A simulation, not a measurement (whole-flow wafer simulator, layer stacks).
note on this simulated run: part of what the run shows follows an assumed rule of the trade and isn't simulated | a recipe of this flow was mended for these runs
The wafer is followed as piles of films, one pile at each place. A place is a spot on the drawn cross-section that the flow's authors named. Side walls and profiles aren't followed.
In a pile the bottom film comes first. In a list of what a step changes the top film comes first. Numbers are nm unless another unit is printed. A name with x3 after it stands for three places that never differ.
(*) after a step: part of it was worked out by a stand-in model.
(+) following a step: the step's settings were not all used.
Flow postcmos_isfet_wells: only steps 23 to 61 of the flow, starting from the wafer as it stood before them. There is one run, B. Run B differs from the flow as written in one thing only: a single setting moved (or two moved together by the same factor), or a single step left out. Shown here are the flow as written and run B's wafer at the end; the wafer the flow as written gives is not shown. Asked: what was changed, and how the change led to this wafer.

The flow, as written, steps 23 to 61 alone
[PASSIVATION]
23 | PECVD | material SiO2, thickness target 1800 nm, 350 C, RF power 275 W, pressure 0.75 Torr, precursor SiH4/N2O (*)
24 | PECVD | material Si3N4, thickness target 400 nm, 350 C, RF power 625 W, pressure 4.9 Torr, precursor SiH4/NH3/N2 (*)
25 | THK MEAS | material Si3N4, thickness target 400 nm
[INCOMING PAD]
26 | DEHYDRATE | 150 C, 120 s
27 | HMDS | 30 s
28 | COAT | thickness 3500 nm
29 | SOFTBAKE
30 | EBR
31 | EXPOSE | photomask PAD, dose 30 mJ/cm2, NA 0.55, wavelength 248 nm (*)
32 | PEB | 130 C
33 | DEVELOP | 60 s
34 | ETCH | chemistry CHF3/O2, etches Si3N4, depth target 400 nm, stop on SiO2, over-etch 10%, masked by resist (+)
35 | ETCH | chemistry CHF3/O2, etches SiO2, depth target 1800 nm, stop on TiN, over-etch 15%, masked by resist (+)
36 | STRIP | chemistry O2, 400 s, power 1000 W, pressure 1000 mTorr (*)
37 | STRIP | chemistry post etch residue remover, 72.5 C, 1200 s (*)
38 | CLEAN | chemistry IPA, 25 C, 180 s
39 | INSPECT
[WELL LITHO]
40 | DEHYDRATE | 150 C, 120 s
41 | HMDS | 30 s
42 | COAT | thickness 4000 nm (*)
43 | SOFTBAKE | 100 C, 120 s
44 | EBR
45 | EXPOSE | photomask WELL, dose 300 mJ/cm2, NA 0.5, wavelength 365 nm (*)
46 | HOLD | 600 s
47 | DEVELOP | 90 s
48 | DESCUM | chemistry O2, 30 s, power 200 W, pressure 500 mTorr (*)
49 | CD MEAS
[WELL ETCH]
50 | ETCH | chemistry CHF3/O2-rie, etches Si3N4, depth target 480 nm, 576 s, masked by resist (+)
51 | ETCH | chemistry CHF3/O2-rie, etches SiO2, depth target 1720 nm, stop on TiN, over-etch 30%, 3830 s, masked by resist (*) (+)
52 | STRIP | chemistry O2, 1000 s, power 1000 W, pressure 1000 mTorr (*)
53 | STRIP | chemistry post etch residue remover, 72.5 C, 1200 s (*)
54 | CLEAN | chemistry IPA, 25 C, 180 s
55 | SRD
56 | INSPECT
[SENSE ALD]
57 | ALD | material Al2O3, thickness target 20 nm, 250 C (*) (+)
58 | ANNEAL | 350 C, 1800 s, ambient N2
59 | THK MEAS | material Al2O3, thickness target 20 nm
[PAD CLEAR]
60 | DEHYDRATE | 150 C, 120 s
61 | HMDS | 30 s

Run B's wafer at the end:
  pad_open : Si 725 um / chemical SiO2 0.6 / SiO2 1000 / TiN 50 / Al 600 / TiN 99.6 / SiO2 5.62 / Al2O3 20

Cause: step 34, ETCH: depth target 125 nm was run, whereas the flow has depth target 400 nm.

How this came from the change, step by step:
  34 | ETCH | chemistry CHF3/O2, etches Si3N4, depth target 400 nm, stop on SiO2, over-etch 10%, masked by resist (+)
      pad_open: -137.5 Si3N4 (it would be, as written: -400 Si3N4 (all of it), -20 SiO2)
      field, margin x2, well900 x4, pad_clr: -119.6 thick-KrF-resist (it would be, as written: -382.6 thick-KrF-resist)
  35 | ETCH | chemistry CHF3/O2, etches SiO2, depth target 1800 nm, stop on TiN, over-etch 15%, masked by resist (+)
      pad_open: -262.5 Si3N4 (all of it), -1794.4 SiO2 (it would be, as written: -1780 SiO2 (all of it), -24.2 TiN)
  36 | STRIP | chemistry O2, 400 s, power 1000 W, pressure 1000 mTorr (*)
      field, margin x2, well900 x4, pad_clr: -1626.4 thick-KrF-resist (all of it) (it would be, as written: -1382.5 thick-KrF-resist (all of it))
